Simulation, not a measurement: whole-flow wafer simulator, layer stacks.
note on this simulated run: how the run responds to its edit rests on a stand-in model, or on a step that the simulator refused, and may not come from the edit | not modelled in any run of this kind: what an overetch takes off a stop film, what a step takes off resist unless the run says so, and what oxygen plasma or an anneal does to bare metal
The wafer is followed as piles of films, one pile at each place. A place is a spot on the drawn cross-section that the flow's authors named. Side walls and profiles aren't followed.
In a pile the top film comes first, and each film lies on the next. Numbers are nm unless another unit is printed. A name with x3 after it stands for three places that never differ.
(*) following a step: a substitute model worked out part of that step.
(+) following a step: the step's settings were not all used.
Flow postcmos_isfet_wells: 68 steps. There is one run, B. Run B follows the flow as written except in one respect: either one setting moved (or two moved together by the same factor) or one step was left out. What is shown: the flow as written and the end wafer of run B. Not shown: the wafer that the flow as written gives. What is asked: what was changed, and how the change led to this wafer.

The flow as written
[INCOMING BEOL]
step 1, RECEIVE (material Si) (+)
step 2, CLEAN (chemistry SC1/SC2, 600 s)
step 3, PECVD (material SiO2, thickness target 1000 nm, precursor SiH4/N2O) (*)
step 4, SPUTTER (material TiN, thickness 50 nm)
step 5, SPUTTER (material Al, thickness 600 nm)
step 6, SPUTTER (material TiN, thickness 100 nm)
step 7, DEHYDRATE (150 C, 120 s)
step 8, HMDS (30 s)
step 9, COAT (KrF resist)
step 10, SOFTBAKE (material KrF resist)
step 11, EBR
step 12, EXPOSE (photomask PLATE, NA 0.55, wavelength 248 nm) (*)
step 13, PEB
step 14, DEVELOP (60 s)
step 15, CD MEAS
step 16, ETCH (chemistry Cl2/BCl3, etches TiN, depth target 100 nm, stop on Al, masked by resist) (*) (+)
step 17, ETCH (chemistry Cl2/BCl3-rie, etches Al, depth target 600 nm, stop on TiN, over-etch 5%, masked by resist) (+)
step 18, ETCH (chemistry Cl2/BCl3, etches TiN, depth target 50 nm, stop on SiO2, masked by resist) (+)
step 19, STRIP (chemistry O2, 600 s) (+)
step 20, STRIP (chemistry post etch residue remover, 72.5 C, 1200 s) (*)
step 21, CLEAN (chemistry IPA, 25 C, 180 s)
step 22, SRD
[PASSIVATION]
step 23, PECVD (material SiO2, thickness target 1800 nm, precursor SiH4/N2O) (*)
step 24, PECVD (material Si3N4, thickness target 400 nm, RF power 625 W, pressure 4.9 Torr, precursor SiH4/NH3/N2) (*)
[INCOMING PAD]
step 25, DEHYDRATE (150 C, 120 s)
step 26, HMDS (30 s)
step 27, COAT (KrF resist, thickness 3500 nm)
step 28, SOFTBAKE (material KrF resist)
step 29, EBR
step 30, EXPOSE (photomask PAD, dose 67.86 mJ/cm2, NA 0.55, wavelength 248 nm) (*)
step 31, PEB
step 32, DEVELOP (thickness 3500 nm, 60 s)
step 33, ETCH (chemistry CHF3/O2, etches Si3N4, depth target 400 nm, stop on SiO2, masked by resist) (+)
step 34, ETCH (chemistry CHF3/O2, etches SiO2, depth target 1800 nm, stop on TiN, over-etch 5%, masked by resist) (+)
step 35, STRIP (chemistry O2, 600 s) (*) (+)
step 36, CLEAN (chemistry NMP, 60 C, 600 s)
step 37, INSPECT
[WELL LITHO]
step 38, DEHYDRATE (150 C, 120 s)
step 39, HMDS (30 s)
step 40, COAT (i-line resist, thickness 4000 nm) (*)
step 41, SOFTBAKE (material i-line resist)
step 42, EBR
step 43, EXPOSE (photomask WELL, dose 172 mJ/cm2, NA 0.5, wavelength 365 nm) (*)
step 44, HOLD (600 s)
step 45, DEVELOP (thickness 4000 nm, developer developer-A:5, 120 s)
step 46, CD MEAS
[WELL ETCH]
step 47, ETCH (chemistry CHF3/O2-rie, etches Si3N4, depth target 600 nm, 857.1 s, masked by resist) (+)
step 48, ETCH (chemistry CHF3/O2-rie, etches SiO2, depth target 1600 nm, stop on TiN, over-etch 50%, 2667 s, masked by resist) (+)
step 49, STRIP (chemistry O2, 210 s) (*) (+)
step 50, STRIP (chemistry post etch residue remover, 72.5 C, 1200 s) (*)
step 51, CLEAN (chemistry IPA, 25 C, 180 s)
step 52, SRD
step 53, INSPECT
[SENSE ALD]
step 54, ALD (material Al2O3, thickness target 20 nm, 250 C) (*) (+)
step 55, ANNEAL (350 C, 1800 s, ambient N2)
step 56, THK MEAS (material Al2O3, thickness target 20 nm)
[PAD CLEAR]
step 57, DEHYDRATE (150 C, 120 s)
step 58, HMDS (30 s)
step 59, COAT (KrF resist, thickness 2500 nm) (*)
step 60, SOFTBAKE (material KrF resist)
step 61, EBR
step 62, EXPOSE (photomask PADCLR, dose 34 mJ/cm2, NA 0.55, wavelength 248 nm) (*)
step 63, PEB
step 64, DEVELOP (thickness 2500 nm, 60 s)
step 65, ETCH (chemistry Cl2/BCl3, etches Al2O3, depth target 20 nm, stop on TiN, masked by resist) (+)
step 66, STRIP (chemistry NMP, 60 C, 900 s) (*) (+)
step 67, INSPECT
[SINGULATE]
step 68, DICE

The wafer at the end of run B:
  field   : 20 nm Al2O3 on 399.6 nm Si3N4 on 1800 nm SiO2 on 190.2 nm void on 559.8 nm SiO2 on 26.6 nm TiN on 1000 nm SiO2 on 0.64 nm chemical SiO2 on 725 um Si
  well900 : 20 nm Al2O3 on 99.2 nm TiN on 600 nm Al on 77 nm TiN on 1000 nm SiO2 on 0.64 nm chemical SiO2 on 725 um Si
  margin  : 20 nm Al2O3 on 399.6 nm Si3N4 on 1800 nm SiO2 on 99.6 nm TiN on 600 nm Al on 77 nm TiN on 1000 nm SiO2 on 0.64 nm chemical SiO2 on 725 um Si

Cause: step 4, SPUTTER: thickness 77 nm was run, though the flow has thickness 50 nm.
The wafer itself shows it: well900 has TiN 77, and step 4 as written asks for 50 nm.

How this came from the change, step by step:
  step 4, SPUTTER (material TiN, thickness 50 nm)
      field, margin, well900, well1300 x3, pad_rim, pad_clr, pad_open: +77 TiN (new film) (it would be, as written: +50 TiN (new film))
  step 18, ETCH (chemistry Cl2/BCl3, etches TiN, depth target 50 nm, stop on SiO2, masked by resist) (+)
      field: -50 TiN (it would be, as written: -50 TiN (all of it))
  step 23, PECVD (material SiO2, thickness target 1800 nm, precursor SiH4/N2O) (*)
      field: +1800 SiO2 (new film), +190.2 void (new film), +559.8 SiO2 (new film) (it would be, as written: +1800 SiO2 (new film), +189.9 void (new film), +559.7 SiO2)
Taking metal films that touch as one body, field has 1 body; the flow as written gives 0 bodies.
